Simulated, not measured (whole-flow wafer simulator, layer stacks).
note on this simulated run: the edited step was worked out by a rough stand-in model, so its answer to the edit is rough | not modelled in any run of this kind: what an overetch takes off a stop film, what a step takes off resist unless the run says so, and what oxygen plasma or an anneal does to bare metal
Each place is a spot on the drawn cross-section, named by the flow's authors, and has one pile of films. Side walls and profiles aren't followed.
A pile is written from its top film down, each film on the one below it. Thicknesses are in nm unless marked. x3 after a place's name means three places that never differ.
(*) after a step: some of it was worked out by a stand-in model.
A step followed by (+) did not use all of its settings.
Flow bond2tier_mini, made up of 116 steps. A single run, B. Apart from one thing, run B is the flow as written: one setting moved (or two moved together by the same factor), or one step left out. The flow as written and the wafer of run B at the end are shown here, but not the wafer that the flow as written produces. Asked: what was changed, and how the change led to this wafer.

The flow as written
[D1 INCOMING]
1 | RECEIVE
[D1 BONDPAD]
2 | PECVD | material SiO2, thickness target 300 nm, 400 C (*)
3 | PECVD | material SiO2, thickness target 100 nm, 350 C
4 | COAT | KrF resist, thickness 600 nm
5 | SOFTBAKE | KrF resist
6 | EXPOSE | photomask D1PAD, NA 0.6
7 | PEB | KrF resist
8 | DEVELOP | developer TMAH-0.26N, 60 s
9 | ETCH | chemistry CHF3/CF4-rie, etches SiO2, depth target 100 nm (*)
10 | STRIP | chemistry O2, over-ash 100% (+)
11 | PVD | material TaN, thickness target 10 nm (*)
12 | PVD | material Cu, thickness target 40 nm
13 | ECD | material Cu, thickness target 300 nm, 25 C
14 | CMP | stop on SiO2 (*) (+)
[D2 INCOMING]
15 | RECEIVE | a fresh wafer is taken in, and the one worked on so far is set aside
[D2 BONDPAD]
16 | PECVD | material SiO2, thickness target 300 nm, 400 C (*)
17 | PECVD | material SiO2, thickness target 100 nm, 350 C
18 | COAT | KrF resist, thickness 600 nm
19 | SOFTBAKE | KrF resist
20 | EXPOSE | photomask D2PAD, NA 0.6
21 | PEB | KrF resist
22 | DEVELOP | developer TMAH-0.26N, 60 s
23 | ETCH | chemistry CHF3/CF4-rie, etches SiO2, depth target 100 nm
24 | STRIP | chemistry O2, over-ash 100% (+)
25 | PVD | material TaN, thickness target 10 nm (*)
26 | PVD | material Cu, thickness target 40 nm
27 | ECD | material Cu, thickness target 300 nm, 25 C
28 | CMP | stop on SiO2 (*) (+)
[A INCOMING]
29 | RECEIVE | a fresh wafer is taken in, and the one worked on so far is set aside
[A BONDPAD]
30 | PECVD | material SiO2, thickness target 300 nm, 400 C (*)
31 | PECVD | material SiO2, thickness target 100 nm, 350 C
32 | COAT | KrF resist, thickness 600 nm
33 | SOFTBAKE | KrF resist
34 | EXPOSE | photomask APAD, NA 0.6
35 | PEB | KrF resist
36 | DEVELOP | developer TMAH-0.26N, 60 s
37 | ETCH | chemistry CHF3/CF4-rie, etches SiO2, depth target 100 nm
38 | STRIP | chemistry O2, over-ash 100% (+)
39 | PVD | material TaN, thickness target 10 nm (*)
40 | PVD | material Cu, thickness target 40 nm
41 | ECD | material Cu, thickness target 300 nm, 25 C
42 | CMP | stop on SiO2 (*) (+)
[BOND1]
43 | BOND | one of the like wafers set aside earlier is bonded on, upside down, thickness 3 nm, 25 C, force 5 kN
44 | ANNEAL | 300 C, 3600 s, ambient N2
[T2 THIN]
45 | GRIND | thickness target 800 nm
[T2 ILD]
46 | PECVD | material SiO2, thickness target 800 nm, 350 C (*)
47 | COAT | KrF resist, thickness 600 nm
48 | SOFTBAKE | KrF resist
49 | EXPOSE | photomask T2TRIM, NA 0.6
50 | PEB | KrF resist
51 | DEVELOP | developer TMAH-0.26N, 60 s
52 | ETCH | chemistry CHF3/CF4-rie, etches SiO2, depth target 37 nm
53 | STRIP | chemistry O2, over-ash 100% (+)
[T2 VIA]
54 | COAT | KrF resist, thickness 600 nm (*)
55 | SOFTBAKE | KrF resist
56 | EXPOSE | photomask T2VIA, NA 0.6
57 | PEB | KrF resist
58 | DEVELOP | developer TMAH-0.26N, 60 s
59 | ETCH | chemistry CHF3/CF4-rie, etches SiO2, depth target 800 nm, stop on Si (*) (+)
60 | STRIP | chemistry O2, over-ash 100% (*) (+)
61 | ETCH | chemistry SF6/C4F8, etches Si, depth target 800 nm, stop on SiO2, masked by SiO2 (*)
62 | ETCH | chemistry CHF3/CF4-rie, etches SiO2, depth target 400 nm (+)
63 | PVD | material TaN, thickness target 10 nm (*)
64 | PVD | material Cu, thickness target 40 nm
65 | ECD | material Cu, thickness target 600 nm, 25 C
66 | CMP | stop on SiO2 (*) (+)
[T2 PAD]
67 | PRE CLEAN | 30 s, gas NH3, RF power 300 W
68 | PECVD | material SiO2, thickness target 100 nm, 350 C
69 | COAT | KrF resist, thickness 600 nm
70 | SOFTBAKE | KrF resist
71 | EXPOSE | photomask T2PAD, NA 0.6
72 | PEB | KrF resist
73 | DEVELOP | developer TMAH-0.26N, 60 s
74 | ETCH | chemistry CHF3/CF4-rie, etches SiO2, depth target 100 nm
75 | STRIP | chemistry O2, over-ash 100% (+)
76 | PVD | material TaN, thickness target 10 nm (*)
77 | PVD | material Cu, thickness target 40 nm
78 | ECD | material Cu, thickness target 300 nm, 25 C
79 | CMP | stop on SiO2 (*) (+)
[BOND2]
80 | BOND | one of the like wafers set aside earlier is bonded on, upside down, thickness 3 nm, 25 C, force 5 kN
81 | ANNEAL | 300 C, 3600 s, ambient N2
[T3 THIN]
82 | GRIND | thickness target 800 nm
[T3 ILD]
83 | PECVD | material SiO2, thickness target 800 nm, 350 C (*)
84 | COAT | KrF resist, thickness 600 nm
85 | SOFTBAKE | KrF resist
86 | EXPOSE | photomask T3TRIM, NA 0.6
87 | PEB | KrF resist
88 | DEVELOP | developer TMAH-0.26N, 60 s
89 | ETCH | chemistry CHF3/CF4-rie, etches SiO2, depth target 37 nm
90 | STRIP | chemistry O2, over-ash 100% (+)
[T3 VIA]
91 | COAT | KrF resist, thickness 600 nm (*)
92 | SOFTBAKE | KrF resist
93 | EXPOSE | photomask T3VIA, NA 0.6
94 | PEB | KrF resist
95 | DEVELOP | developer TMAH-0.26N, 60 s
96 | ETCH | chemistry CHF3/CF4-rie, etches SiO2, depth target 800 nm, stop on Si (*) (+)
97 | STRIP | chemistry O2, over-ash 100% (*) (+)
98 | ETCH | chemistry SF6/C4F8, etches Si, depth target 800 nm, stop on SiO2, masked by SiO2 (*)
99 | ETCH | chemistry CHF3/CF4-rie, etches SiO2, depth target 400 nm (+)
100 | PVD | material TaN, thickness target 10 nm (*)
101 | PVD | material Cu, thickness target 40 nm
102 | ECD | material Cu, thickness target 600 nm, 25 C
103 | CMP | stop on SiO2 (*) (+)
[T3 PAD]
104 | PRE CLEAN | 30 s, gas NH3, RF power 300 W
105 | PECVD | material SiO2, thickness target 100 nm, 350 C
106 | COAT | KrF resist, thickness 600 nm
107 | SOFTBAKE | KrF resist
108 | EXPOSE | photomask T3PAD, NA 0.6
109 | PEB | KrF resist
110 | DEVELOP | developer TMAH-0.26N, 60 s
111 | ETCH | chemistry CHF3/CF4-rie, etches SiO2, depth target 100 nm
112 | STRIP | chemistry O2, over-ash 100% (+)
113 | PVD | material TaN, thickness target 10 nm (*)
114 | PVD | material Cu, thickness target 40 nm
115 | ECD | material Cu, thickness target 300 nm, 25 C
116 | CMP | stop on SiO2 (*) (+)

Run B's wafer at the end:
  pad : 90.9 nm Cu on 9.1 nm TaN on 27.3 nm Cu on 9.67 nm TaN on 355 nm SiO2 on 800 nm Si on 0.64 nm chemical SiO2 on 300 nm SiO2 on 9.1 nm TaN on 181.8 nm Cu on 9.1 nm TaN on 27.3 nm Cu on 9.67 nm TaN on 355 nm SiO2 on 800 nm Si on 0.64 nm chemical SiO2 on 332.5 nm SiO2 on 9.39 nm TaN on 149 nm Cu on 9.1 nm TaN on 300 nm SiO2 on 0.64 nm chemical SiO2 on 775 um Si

Cause: step 9, ETCH: depth target 67.5 nm was run, whereas the flow has depth target 100 nm.

Step by step, how the change led to this:
  9 | ETCH | chemistry CHF3/CF4-rie, etches SiO2, depth target 100 nm (*)
      pad, via: SiO2 loses 67.5 (in the flow as written it would be: SiO2 loses 100)
      field: KrF resist loses 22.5 (in the flow as written it would be: KrF resist loses 33.3)
  12 | PVD | material Cu, thickness target 40 nm
      pad: Cu gains 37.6 (new film) (in the flow as written it would be: Cu gains 36.4 (new film))
  13 | ECD | material Cu, thickness target 300 nm, 25 C
      pad: Cu gains 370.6 (in the flow as written it would be: Cu gains 404.5)
      via: Cu gains 367.6 (in the flow as written it would be: Cu gains 400.2)
  43 | BOND | one of the like wafers set aside earlier is bonded on, upside down, thickness 3 nm, 25 C, force 5 kN
      pad: Si gains 775 um (new film), chemical SiO2 gains 0.64 (new film), SiO2 gains 332.5 (new film), TaN gains 9.39 (new film), Cu gains 58.1 (in the flow as written it would be: Si gains 775 um (new film), chemical SiO2 gains 0.64 (new film), SiO2 gains 300 (new film), TaN gains 9.1 (new film), Cu gains 90.9)
      via: Si gains 775 um (new film), chemical SiO2 gains 0.64 (new film), SiO2 gains 332.5 (new film), TaN gains 9.99 (new film), Cu gains 57.5 (in the flow as written it would be: Si gains 775 um (new film), chemical SiO2 gains 0.64 (new film), SiO2 gains 300 (new film), TaN gains 9.97 (new film), Cu gains 90)
